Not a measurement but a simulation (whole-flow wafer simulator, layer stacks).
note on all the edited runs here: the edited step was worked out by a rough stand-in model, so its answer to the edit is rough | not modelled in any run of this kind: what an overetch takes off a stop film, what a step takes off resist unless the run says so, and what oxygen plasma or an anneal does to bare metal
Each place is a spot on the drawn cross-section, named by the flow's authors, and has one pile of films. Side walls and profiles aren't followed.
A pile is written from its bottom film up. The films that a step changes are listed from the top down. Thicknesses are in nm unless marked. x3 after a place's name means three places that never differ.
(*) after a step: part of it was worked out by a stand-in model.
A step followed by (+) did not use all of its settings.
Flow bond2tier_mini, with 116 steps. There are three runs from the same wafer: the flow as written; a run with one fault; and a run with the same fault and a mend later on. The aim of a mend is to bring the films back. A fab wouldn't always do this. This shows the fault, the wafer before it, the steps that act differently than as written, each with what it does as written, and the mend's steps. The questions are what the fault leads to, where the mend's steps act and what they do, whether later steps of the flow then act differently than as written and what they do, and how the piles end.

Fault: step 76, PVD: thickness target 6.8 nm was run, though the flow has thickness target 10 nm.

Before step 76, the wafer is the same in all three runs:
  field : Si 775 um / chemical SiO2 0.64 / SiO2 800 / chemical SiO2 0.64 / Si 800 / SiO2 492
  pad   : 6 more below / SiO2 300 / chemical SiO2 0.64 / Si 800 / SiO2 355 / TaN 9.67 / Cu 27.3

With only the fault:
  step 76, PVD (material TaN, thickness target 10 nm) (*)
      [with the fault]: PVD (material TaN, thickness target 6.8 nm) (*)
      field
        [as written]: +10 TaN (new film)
        [with the fault]: +6.8 TaN (new film)
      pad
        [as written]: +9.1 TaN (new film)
        [with the fault]: +6.19 TaN (new film)
  Steps further on in the flow that do not act as written (1 more step, not shown, differs only slightly: by at most 2% or 0.5 nm, whichever is larger):
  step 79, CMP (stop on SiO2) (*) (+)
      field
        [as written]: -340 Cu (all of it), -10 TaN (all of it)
        [with the fault]: -340 Cu (all of it), -6.8 TaN (all of it)
  At pad, the piles at the end differ from the flow's by more than 2% or 0.5 nm, whichever is larger.
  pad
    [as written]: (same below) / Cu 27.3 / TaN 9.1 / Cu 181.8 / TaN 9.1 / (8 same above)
    [with the fault]: (same below) / Cu 27.3 / TaN 6.19 / Cu 184.7 / TaN 9.1 / (8 same above)

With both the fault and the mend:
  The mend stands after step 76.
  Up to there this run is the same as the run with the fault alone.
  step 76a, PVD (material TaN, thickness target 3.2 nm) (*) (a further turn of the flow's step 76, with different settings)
      field
        +3.2 TaN
      pad
        +2.91 TaN
  Later steps of the flow that are run all act as written at every place that is followed.
  The piles end the same as the flow's at every place that both follow.
